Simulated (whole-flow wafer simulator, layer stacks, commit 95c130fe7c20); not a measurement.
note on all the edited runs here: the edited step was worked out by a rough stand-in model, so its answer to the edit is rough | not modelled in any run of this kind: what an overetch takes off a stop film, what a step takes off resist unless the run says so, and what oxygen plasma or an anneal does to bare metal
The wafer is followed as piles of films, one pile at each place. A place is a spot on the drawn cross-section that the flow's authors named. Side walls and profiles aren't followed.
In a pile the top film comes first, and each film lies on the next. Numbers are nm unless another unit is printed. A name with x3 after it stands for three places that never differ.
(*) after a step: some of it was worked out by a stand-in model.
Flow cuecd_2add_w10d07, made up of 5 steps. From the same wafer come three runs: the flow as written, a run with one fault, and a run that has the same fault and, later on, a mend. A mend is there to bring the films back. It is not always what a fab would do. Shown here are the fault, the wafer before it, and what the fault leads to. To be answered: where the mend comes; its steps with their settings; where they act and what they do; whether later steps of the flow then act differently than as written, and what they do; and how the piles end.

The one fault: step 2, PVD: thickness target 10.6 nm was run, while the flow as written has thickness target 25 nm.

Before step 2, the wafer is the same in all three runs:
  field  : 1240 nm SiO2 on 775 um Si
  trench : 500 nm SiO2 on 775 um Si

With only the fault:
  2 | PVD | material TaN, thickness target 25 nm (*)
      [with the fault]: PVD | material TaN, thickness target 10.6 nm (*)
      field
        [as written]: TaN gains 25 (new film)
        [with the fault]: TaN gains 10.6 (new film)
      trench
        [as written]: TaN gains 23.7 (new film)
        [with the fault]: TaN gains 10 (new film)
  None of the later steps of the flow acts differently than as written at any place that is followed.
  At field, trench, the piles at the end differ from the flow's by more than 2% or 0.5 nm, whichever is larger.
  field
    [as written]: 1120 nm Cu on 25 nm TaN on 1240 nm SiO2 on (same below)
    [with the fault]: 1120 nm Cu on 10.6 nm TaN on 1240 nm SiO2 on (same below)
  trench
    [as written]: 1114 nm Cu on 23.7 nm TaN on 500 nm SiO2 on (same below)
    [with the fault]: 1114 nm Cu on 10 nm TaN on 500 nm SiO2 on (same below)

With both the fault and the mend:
  The mend stands after step 2.
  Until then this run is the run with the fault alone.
  2a | PVD | material TaN, thickness target 14.4 nm (*) (a further turn of the flow's step 2, with different settings)
      field
        TaN gains 14.4
      trench
        TaN gains 13.6
  None of the later steps of the flow acts differently than as written at any place that is followed.
  By the end, the piles equal the flow's at every place that both follow.
